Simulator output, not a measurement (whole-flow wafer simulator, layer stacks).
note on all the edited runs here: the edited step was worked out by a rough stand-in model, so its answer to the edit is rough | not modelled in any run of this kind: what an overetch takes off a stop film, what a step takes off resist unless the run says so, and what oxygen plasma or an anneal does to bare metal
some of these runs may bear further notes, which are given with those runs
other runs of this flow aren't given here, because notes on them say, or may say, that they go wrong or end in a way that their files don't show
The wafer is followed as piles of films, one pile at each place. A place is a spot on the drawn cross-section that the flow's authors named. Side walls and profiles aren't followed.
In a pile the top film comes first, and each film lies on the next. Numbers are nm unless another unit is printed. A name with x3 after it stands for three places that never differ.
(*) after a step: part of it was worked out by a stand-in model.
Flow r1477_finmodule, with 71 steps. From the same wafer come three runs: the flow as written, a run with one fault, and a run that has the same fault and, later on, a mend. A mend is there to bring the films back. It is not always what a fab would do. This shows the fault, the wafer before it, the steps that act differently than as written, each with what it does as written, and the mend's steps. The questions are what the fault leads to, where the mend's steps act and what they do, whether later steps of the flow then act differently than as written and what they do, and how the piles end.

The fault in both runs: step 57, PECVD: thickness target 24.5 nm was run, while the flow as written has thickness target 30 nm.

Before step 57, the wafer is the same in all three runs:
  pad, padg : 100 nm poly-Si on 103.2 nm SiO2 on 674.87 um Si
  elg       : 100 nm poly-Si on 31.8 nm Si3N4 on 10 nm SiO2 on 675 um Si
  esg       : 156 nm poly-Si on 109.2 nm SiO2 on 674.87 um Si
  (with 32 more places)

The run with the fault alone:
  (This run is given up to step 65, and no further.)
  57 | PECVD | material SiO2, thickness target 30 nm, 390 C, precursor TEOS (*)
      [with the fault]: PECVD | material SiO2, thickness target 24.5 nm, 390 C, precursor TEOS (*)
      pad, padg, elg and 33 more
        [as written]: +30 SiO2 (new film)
        [with the fault]: +24.5 SiO2 (new film)
  Later steps of the flow up to step 65 that are run all act as written at every place that is followed.
  The piles after step 65 differ from the flow's at pad, padg, elg and 33 more by more than 2% or 0.5 nm, whichever is larger.
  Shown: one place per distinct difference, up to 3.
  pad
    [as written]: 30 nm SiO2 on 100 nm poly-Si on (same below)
    [with the fault]: 24.5 nm SiO2 on 100 nm poly-Si on (same below)
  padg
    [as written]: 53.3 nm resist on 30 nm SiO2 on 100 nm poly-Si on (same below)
    [with the fault]: 53.3 nm resist on 24.5 nm SiO2 on 100 nm poly-Si on (same below)
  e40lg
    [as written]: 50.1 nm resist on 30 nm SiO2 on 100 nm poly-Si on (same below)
    [with the fault]: 50.1 nm resist on 24.5 nm SiO2 on 100 nm poly-Si on (same below)

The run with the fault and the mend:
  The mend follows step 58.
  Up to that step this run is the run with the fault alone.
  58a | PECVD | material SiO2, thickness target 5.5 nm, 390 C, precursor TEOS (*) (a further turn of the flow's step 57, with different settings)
      pad, padg, elg and 33 more
        +5.5 SiO2
  Later steps of the flow that are run all act as written at every place that is followed, up to a difference of at most 2% or 0.5 nm, whichever is larger.
  At the end the piles are close to the flow's at the places that both follow, differing by at most 2% or 0.5 nm, whichever is larger.
